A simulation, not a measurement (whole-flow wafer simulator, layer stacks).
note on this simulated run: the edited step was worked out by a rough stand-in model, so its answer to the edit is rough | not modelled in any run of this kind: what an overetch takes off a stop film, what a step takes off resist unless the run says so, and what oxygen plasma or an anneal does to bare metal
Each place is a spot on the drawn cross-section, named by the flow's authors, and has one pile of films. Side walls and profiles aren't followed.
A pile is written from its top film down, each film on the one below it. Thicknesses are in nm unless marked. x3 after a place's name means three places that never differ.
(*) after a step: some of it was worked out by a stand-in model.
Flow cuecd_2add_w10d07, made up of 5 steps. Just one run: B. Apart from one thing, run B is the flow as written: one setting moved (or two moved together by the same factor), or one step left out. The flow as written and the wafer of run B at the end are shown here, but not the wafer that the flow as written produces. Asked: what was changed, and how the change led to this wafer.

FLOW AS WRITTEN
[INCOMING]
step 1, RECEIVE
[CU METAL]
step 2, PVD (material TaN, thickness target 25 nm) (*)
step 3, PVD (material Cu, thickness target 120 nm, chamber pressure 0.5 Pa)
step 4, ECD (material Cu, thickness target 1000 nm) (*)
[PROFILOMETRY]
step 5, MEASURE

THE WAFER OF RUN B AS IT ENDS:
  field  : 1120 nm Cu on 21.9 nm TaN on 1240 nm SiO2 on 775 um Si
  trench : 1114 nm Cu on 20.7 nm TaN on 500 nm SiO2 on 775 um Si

Cause: step 2, PVD: thickness target 21.9 nm was run, while the flow as written has thickness target 25 nm.
One can read it off the wafer: field has TaN 21.9, and step 2 as written asks for 25 nm.

Step by step, how the change led to this:
  step 2, PVD (material TaN, thickness target 25 nm) (*)
      field: +21.9 TaN (new film) (in the flow as written it would be: +25 TaN (new film))
      trench: +20.7 TaN (new film) (in the flow as written it would be: +23.7 TaN (new film))
